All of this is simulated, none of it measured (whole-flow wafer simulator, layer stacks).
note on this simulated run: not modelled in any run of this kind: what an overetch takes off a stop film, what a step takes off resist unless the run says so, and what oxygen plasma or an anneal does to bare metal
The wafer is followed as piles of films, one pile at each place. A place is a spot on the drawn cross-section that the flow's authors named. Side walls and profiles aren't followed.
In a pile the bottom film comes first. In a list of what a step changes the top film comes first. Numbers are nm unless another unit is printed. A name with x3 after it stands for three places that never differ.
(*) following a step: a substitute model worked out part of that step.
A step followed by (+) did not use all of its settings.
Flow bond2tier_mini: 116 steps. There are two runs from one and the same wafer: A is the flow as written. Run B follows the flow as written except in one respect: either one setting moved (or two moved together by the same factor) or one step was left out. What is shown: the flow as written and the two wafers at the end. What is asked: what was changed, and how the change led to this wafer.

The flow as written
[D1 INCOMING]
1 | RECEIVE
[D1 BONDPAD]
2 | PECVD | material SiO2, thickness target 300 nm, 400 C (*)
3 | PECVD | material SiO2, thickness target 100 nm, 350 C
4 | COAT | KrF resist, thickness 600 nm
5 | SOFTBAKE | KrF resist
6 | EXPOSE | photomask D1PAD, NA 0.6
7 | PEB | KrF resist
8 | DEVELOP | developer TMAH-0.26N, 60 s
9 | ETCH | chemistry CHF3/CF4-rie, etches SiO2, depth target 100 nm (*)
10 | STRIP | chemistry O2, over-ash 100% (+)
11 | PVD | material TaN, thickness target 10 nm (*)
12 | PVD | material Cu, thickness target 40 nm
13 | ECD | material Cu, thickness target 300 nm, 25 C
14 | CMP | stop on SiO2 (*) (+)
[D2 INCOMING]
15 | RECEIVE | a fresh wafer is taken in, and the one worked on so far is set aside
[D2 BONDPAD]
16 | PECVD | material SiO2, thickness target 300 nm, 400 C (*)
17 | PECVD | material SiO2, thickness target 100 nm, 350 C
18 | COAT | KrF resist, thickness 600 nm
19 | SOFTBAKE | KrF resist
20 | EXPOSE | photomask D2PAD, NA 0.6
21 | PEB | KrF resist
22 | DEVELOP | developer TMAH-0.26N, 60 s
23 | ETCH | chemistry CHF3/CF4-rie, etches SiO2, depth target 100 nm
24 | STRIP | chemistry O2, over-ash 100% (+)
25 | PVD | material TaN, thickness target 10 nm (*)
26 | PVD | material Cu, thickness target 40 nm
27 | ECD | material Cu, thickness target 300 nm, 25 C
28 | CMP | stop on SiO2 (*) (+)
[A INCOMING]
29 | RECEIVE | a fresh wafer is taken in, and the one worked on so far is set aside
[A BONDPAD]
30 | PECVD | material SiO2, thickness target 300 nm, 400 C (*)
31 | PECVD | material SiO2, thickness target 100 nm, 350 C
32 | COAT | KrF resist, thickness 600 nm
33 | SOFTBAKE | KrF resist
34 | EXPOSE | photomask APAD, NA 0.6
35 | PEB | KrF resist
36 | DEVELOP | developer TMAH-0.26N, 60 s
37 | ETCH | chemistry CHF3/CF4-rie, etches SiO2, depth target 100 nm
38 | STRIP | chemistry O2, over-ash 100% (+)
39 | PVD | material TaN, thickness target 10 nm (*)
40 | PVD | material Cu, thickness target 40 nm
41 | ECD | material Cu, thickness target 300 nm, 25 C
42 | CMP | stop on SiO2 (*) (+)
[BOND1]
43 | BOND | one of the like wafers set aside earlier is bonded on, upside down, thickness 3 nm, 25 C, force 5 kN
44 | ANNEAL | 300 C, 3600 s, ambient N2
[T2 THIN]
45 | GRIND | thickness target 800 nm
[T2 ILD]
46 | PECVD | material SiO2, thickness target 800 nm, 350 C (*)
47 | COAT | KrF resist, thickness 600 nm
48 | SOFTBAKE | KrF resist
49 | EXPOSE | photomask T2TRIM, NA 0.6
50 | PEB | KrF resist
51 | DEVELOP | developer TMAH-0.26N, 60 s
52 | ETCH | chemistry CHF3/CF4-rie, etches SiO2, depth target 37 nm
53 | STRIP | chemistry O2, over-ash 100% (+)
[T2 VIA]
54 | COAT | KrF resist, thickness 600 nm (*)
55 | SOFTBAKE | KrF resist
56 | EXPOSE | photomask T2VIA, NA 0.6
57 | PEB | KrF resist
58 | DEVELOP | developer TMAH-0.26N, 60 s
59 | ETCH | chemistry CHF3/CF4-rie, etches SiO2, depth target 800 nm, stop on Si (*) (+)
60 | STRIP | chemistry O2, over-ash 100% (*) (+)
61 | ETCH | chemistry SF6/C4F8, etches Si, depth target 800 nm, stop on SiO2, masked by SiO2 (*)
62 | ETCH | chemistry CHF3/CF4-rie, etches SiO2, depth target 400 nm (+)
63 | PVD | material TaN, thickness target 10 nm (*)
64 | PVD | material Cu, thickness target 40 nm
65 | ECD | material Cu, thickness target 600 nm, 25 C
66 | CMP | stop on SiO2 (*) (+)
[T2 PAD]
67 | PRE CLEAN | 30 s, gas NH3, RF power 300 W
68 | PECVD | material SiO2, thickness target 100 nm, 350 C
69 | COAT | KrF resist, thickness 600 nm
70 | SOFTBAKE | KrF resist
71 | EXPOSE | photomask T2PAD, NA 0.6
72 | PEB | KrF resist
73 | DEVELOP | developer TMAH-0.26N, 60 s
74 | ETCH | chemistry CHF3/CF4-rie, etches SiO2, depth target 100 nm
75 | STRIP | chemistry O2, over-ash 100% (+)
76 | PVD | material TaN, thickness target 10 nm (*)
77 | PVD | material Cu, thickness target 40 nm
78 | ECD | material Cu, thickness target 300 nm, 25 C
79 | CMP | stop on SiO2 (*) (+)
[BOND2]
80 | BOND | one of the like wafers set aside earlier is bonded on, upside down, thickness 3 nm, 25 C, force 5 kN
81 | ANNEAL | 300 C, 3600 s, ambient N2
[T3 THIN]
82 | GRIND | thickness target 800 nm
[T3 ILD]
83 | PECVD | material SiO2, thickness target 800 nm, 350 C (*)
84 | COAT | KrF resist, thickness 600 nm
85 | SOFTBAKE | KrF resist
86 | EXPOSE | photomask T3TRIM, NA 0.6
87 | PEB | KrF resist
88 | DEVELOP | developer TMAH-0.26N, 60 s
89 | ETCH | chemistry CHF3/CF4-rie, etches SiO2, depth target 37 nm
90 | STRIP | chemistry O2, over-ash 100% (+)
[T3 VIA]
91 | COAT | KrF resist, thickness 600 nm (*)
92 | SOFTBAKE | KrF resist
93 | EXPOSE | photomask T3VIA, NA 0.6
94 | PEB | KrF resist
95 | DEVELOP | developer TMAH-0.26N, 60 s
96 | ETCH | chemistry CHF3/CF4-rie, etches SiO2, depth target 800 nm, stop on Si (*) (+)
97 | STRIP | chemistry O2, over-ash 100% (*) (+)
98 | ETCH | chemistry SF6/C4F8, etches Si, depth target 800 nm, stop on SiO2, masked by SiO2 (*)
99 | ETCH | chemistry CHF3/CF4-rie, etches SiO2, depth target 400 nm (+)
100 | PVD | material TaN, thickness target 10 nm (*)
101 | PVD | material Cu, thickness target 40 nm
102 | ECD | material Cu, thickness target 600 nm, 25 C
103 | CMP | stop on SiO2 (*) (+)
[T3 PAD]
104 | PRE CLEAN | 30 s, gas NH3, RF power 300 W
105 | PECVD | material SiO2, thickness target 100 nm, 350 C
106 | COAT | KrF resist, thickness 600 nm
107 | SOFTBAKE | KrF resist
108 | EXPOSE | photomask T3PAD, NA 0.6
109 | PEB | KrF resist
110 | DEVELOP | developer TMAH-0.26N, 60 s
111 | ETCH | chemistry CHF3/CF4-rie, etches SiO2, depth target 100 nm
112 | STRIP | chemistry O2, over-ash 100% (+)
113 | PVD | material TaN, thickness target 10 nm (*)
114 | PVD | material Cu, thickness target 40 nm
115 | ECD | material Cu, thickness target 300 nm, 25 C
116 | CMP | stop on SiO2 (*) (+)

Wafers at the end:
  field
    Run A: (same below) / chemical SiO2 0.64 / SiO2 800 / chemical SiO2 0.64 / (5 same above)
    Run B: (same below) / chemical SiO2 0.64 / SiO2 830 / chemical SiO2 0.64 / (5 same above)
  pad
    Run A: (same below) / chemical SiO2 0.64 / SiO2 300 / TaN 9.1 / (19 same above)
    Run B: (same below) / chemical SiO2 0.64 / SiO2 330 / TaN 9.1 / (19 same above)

Cause: step 31, PECVD: thickness target 130 nm was run, whereas the flow has thickness target 100 nm.

How this came from the change, step by step:
  31 | PECVD | material SiO2, thickness target 100 nm, 350 C
      field, pad, via: A +100 SiO2 | B +130 SiO2
